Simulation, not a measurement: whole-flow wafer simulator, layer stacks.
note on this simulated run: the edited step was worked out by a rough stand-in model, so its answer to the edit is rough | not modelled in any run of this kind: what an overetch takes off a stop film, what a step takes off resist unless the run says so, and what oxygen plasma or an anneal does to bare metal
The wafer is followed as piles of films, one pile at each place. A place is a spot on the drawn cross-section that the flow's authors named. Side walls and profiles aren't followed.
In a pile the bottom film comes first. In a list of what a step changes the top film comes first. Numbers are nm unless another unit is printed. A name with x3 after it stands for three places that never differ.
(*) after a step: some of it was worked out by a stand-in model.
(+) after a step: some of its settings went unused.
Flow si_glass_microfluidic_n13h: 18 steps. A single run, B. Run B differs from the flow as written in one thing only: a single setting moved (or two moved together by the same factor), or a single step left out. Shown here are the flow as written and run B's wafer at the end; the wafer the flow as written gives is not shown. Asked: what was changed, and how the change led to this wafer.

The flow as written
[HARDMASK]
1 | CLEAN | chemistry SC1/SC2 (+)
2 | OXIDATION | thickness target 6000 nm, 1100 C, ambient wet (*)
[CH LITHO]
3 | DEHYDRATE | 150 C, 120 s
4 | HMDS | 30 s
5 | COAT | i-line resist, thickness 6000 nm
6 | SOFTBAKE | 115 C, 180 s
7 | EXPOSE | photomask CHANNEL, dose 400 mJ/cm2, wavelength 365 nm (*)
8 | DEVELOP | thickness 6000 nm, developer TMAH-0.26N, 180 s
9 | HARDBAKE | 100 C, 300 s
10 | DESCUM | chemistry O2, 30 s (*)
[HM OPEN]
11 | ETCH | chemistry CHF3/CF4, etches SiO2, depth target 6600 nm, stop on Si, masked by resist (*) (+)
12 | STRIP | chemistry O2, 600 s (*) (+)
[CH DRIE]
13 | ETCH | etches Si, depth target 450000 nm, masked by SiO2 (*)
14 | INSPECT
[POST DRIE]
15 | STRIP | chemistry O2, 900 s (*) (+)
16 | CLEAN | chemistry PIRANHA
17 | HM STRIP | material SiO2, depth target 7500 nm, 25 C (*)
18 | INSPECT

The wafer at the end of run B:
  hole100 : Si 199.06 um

What caused this: step 13, ETCH: depth target 337500 nm was run, while the flow as written has depth target 450000 nm.

The path from the change to this, step by step:
  13 | ETCH | etches Si, depth target 450000 nm, masked by SiO2 (*)
      land: SiO2 loses 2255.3 (in the flow as written it would be: SiO2 loses 3004.3)
      hole100: chemical SiO2 loses 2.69 (all of it), Si loses 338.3 um (in the flow as written it would be: chemical SiO2 loses 2.69 (all of it), Si loses 450.64 um)
  17 | HM STRIP | material SiO2, depth target 7500 nm, 25 C (*)
      land: SiO2 loses 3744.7 (all of it) (in the flow as written it would be: SiO2 loses 2995.7 (all of it))
